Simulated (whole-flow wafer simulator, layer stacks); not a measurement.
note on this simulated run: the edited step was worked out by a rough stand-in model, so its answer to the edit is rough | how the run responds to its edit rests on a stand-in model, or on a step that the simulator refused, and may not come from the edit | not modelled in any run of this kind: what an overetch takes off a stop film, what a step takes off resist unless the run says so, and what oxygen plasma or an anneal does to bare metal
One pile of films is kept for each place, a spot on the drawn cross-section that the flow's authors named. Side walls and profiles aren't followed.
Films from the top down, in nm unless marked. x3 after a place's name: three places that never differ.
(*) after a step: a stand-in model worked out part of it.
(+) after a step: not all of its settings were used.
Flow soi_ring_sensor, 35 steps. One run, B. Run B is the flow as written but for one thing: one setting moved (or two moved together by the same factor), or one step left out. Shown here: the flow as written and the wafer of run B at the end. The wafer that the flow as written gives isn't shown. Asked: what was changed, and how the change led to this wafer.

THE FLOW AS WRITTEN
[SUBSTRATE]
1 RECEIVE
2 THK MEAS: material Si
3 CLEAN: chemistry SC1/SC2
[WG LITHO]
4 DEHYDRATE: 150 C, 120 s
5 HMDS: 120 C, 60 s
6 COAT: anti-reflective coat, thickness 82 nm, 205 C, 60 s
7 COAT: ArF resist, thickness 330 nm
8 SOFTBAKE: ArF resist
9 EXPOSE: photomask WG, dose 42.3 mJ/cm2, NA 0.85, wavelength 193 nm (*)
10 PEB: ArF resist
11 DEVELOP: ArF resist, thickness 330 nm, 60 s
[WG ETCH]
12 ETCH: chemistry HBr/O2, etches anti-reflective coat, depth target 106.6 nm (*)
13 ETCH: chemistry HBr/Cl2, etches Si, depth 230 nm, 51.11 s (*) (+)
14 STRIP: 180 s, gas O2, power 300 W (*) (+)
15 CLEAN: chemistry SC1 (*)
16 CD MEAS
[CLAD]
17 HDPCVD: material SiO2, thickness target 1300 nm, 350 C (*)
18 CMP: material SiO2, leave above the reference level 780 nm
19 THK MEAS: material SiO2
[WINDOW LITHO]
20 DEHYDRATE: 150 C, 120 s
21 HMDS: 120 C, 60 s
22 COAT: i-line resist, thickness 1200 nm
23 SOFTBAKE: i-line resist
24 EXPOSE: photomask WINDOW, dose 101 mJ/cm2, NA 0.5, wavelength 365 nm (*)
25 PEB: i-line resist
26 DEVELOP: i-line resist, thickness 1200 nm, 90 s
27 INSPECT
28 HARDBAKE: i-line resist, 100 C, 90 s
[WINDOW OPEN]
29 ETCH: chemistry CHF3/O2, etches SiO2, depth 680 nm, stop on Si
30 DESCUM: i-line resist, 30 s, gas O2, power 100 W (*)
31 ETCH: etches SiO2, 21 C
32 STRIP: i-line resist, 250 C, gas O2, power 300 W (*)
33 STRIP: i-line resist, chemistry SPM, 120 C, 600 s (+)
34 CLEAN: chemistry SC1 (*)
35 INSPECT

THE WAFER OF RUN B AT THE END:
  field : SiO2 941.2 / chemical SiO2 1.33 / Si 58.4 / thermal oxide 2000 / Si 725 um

The cause: step 13, ETCH: depth 161 nm was run, where the flow has depth 230 nm; step 13, ETCH: 35.78 s was run, where the flow has 51.11 s.

How the change led to this, step by step:
  13 ETCH: chemistry HBr/Cl2, etches Si, depth 230 nm, 51.11 s (*) (+)
      gap, window, field, gap_clad: Si -161 (as written it would be: Si -220 (all of it), thermal oxide -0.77)
      core, core_clad: ArF resist -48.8 (as written it would be: ArF resist -69.7)
  14 STRIP: 180 s, gas O2, power 300 W (*) (+)
      gap, window, field, gap_clad: chemical SiO2 +1.33 (new film), Si -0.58 (as written it would be: nothing)
      core, core_clad: ArF resist -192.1 (all of it), anti-reflective coat -82 (all of it), chemical SiO2 +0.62, Si -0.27 (as written it would be: ArF resist -171.2 (all of it), anti-reflective coat -82 (all of it), chemical SiO2 +0.63, Si -0.28)
  18 CMP: material SiO2, leave above the reference level 780 nm
      gap, window, field, gap_clad: SiO2 -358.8 (as written it would be: SiO2 -298.2)
